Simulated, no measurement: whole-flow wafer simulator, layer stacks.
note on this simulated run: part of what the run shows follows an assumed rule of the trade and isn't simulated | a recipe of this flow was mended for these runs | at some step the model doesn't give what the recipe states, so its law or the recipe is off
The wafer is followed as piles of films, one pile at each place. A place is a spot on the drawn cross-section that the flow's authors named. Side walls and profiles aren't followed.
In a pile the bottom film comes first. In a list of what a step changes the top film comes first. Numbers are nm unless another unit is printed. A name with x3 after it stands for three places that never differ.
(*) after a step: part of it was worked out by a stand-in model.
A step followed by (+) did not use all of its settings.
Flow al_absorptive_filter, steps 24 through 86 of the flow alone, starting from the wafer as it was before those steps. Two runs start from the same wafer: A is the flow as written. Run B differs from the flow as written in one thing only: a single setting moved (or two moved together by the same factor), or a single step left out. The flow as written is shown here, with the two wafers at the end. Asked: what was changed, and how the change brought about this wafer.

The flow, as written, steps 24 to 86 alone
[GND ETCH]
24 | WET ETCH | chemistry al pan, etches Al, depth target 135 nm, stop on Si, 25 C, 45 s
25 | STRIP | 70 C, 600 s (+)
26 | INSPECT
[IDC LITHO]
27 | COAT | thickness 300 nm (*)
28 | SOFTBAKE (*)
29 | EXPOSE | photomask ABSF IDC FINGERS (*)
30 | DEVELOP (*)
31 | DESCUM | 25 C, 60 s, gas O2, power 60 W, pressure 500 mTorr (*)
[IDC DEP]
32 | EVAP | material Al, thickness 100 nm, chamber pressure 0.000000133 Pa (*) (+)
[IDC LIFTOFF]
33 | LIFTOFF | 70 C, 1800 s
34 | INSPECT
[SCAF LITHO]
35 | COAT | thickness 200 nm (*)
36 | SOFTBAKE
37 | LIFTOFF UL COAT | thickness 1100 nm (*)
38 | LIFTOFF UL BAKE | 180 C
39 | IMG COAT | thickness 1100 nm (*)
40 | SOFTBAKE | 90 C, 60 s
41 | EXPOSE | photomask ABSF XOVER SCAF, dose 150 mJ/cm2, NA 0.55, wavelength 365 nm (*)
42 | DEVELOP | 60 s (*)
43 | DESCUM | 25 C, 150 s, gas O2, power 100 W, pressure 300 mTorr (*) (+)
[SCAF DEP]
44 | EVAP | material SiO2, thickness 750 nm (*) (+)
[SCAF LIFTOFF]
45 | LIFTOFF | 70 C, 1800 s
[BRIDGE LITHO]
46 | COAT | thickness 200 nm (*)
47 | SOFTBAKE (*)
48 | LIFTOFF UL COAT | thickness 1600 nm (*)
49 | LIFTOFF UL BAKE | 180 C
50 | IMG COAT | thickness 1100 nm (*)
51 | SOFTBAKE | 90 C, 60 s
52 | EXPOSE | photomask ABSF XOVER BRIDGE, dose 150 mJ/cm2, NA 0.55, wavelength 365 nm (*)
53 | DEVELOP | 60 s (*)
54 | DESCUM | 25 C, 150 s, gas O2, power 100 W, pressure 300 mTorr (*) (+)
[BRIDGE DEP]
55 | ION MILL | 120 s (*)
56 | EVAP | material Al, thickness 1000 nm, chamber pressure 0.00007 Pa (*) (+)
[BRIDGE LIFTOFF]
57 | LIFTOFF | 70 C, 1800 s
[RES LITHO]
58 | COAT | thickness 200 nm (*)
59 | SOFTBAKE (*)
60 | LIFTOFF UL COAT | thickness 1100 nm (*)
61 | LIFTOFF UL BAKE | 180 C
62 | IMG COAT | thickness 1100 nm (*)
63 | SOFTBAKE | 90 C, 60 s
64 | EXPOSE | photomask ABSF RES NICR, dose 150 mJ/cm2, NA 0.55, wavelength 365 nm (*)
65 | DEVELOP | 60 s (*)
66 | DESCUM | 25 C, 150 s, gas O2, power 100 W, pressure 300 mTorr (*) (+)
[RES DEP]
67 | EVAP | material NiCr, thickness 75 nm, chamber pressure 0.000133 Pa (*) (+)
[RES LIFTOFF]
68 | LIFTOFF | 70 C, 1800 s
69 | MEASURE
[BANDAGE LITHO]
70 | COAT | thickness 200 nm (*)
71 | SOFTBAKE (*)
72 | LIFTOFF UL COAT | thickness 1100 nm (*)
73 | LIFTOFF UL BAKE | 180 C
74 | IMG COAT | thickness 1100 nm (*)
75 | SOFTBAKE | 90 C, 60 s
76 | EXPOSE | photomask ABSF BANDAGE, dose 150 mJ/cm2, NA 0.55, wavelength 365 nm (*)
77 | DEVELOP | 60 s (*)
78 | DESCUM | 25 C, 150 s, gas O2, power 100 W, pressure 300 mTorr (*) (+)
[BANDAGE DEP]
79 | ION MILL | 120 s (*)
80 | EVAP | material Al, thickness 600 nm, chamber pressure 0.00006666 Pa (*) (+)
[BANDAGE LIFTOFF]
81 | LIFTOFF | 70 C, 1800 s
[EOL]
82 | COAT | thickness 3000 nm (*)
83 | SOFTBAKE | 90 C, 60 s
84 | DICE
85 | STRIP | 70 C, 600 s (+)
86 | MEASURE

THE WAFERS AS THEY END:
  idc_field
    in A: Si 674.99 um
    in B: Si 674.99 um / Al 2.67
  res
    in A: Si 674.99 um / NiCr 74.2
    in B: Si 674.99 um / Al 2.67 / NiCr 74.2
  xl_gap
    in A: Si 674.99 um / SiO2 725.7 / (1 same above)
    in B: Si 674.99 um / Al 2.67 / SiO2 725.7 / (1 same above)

The reason: step 24, WET ETCH: depth target 84 nm was run, while the flow as written has depth target 135 nm; step 24, WET ETCH: 28 s was run, where the flow has 45 s.

The path from the change to this, step by step:
  24 | WET ETCH | chemistry al pan, etches Al, depth target 135 nm, stop on Si, 25 C, 45 s
      res, xl_gap, idc_field, idc_line, idc_space: A Al loses 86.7 (all of it) | B Al loses 84
  31 | DESCUM | 25 C, 60 s, gas O2, power 60 W, pressure 500 mTorr (*)
      idc_line: A chemical SiO2 gains 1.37 (new film), Si loses 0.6 | B nothing
  32 | EVAP | material Al, thickness 100 nm, chamber pressure 0.000000133 Pa (*) (+)
      idc_line: A Al gains 100 (new film) | B Al gains 100
Taking metal films that touch as one body, idc_field has 1 body; the flow as written gives 0 bodies.
Taking metal films that touch as one body, res has 1 body; the flow as written gives 0 bodies.
Taking metal films that touch as one body, xl_gap has 2 bodies (between them, from the top down: SiO2 725.7); the flow as written gives 1 body.
